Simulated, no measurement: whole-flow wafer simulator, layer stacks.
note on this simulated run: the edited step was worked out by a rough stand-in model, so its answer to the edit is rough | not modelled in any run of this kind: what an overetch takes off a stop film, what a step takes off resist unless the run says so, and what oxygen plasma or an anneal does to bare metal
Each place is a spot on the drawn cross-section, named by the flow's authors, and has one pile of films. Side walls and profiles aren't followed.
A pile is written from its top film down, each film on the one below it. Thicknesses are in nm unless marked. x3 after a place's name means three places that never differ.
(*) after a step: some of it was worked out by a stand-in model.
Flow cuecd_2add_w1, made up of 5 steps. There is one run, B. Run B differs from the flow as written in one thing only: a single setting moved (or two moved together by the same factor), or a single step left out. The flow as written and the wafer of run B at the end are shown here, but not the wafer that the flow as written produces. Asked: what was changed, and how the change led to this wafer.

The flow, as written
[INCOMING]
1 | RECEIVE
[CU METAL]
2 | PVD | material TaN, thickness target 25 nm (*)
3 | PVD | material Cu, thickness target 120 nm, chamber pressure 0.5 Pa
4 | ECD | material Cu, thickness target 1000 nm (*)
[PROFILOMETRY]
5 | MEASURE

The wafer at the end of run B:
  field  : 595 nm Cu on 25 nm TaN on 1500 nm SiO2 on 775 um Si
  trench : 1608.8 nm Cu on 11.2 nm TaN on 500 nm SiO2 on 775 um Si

Cause: step 4, ECD: thickness target 475 nm was run, though the flow has thickness target 1000 nm.

The path from the change to this, step by step:
  4 | ECD | material Cu, thickness target 1000 nm (*)
      field: +475 Cu (as written it would have been: +1000 Cu)
      trench: +1555.2 Cu (as written it would have been: +2080.2 Cu)
